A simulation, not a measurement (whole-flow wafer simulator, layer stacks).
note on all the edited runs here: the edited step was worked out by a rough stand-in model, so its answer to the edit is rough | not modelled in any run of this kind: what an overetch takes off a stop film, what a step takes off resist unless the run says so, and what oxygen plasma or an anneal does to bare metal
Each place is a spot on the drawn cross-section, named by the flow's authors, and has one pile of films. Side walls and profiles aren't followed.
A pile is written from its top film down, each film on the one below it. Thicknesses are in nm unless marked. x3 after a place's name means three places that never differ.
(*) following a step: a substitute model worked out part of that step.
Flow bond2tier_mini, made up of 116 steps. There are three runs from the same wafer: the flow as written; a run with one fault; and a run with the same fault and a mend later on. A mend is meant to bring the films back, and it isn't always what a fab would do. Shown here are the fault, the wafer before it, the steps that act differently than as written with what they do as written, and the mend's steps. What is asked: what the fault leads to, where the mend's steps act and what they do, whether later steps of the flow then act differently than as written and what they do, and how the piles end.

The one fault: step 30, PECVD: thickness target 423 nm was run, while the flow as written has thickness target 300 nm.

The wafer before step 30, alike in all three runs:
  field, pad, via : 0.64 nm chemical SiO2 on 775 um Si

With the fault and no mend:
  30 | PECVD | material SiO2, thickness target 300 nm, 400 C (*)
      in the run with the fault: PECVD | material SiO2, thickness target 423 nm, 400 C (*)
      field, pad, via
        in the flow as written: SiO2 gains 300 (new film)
        in the run with the fault: SiO2 gains 423 (new film)
  Later steps of the flow that are run all act as written at every place that is followed.
  At field, pad, the piles at the end differ from the flow's by more than 2% or 0.5 nm, whichever is larger.
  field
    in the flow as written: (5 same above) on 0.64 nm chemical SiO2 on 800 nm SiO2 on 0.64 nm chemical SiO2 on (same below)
    in the run with the fault: (5 same above) on 0.64 nm chemical SiO2 on 923 nm SiO2 on 0.64 nm chemical SiO2 on (same below)
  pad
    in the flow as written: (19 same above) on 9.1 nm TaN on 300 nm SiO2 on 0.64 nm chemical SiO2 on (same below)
    in the run with the fault: (19 same above) on 9.1 nm TaN on 423 nm SiO2 on 0.64 nm chemical SiO2 on (same below)

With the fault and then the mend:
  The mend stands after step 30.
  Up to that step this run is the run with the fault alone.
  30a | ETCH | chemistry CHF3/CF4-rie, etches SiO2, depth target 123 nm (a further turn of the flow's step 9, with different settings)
      field, pad, via
        SiO2 loses 123
  Later steps of the flow that are run all act as written at every place that is followed.
  At every place that both follow, the piles at the end match the flow's.
